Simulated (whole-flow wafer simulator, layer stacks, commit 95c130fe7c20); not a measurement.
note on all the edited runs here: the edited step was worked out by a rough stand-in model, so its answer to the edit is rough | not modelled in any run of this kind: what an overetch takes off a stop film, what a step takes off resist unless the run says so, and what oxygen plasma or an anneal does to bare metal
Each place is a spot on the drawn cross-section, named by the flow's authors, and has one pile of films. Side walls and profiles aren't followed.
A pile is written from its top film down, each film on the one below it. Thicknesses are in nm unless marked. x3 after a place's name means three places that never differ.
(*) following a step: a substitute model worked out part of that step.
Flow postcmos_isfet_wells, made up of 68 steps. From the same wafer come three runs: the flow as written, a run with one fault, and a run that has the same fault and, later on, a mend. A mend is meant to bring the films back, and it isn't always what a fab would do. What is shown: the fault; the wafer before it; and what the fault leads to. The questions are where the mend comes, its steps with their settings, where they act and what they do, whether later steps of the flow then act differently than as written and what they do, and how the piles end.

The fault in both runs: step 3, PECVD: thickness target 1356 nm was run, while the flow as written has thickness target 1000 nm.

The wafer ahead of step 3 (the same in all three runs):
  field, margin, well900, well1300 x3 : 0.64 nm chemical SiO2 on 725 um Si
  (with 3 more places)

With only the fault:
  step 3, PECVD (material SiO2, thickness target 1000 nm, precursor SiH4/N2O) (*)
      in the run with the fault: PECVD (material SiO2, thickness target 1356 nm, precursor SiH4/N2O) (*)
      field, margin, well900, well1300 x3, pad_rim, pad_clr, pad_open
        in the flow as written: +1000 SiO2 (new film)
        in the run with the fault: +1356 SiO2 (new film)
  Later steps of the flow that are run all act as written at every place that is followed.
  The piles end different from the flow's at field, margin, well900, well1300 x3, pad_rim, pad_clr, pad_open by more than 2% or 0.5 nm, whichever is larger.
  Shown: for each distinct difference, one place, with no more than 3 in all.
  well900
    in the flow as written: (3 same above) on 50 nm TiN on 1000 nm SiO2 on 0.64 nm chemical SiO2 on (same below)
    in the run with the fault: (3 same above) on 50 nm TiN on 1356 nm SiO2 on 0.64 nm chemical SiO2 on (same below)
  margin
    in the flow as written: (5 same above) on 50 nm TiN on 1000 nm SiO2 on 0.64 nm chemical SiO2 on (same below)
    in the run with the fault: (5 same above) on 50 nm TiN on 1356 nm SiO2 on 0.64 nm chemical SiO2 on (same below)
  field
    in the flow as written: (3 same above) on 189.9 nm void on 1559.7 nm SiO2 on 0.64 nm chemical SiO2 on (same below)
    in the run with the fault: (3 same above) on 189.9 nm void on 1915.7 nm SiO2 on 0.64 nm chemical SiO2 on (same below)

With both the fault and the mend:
  The mend follows step 3.
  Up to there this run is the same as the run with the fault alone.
  step 3a, ETCH (chemistry boe, depth target 356 nm)
      field, margin, well900, well1300 x3, pad_rim, pad_clr, pad_open
        -356 SiO2
  Later steps of the flow that are run all act as written at every place that is followed.
  By the end, the piles equal the flow's at every place that both follow.
